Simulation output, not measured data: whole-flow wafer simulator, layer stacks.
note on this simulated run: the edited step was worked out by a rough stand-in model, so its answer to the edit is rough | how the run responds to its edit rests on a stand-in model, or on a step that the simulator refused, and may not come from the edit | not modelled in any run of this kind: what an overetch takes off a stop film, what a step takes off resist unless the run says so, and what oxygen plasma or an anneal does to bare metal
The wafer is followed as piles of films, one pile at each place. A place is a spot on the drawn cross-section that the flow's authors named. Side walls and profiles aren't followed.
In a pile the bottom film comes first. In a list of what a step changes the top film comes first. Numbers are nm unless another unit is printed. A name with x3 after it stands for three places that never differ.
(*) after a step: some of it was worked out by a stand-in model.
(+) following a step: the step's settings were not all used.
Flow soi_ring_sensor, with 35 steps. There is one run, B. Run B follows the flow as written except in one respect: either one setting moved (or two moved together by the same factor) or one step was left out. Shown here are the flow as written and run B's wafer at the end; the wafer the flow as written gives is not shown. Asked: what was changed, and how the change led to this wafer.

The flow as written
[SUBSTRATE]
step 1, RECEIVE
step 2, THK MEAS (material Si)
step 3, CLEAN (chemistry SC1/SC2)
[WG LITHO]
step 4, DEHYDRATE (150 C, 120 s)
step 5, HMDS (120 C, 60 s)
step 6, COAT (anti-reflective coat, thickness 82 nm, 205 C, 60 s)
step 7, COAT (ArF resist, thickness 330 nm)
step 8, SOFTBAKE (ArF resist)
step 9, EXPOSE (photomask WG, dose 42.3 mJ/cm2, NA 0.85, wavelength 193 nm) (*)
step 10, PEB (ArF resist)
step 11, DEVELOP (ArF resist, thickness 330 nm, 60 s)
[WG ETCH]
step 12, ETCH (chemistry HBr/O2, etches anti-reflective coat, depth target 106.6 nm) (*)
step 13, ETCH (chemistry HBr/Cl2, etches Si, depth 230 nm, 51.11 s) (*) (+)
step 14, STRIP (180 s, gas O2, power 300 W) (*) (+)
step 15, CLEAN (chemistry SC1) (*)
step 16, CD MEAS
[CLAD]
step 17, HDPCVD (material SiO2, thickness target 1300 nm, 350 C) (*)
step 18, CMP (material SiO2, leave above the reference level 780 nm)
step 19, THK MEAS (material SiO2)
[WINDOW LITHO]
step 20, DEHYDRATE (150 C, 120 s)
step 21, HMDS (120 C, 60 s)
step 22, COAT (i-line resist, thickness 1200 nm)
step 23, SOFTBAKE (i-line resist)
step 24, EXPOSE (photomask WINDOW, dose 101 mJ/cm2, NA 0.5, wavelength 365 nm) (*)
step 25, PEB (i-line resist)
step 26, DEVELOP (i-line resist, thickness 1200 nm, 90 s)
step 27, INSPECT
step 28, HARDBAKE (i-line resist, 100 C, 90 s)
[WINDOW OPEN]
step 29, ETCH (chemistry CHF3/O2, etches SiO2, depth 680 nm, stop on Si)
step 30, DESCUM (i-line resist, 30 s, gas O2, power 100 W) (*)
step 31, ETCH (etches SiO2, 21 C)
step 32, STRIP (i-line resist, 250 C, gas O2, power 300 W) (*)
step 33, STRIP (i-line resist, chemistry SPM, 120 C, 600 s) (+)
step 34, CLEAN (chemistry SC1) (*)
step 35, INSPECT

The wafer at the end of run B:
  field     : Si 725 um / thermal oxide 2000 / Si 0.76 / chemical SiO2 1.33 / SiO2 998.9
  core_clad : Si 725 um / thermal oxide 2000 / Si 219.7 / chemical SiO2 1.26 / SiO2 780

Cause: step 12, ETCH: depth target 75.7 nm was run, while the flow as written has depth target 106.6 nm.

The path from the change to this, step by step:
  step 12, ETCH (chemistry HBr/O2, etches anti-reflective coat, depth target 106.6 nm) (*)
      gap, window, field, gap_clad: -75.7 anti-reflective coat (it would be, as written: -82 anti-reflective coat (all of it), -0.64 chemical SiO2 (all of it))
      core, core_clad: -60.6 ArF resist (it would be, as written: -85.3 ArF resist)
  step 13, ETCH (chemistry HBr/Cl2, etches Si, depth 230 nm, 51.11 s) (*) (+)
      gap, window, field, gap_clad: -6.3 anti-reflective coat (all of it), -0.64 chemical SiO2 (all of it), -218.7 Si (it would be, as written: -220 Si (all of it), -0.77 thermal oxide)
  step 14, STRIP (180 s, gas O2, power 300 W) (*) (+)
      gap, window, field, gap_clad: +1.33 chemical SiO2 (new film), -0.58 Si (it would be, as written: nothing)
      core, core_clad: -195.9 ArF resist (all of it), -82 anti-reflective coat (all of it), +0.62 chemical SiO2, -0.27 Si (it would be, as written: -171.2 ArF resist (all of it), -82 anti-reflective coat (all of it), +0.63 chemical SiO2, -0.28 Si)
